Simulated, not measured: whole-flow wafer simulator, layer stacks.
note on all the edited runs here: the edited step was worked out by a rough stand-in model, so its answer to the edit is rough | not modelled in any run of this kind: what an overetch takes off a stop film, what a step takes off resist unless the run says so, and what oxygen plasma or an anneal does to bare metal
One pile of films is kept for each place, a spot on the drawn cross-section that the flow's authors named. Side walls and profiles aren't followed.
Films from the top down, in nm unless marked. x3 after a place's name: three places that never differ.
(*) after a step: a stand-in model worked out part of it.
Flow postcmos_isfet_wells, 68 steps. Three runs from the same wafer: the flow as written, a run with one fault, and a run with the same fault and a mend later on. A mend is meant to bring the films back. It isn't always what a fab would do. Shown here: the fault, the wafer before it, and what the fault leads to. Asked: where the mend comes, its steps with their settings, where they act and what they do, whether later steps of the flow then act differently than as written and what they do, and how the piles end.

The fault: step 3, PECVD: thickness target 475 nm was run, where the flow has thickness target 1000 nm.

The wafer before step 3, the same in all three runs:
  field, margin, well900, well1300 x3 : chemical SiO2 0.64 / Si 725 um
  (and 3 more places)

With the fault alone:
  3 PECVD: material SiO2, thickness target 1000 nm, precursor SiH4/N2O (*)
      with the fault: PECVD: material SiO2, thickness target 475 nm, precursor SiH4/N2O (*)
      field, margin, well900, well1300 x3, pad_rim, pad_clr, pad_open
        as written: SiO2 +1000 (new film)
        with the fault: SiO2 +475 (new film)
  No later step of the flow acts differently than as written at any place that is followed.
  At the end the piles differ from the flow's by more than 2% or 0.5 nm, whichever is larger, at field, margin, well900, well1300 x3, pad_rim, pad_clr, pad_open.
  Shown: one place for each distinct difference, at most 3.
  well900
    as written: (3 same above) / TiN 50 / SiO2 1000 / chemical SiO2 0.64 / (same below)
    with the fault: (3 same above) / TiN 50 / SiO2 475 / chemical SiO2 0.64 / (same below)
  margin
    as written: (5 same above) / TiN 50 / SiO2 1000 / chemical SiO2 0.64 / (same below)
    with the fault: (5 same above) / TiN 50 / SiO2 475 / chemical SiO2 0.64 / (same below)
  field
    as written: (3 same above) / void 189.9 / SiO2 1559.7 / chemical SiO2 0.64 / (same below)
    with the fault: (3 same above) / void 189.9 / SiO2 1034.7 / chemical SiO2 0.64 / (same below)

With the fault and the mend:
  The mend comes after step 3.
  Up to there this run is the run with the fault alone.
  3a PECVD: material SiO2, thickness target 525 nm, precursor SiH4/N2O (*) (the flow's step 3 once more, with other settings)
      field, margin, well900, well1300 x3, pad_rim, pad_clr, pad_open
        SiO2 +525
  No later step of the flow acts differently than as written at any place that is followed.
  At the end the piles are the same as the flow's at every place that both follow.
